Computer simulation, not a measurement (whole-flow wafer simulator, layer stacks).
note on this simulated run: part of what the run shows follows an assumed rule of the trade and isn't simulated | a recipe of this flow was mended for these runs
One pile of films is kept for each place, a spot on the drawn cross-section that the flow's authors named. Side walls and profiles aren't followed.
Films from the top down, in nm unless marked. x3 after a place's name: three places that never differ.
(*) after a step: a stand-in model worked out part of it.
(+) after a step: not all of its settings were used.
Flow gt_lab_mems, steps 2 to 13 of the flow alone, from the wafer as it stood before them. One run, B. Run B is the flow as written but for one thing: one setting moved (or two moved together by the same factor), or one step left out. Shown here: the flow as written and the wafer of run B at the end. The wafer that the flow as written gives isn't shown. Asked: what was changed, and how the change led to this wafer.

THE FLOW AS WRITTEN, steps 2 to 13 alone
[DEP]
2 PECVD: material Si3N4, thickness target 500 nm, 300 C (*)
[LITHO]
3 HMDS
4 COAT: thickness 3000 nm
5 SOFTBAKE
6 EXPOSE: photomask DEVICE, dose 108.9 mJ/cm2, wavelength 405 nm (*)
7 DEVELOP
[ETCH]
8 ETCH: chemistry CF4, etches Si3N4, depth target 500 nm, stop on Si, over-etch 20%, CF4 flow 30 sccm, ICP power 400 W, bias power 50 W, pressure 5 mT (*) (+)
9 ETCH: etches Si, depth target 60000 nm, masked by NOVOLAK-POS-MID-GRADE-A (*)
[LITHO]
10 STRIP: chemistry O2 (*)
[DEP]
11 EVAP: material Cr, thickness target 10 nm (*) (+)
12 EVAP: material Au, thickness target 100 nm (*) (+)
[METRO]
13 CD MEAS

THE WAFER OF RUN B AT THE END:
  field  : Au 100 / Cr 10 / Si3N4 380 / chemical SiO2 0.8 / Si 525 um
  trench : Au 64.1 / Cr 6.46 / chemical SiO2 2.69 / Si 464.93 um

The cause: step 2, PECVD: thickness target 380 nm was run, where the flow has thickness target 500 nm.
It can be read off the wafer: field has Si3N4 380, and step 2 as written asks for 500 nm.

How the change led to this, step by step:
  2 PECVD: material Si3N4, thickness target 500 nm, 300 C (*)
      field, trench: Si3N4 +380 (new film) (as written it would be: Si3N4 +500 (new film))
  8 ETCH: chemistry CF4, etches Si3N4, depth target 500 nm, stop on Si, over-etch 20%, CF4 flow 30 sccm, ICP power 400 W, bias power 50 W, pressure 5 mT (*) (+)
      field: g/i-line-resist -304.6 (as written it would be: g/i-line-resist -400)
      trench: Si3N4 -380 (all of it), chemical SiO2 -0.8 (all of it), Si -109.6 (as written it would be: Si3N4 -500 (all of it), chemical SiO2 -0.8 (all of it), Si -49.6)
  10 STRIP: chemistry O2 (*)
      field: g/i-line-resist -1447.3 (all of it) (as written it would be: g/i-line-resist -1352 (all of it))
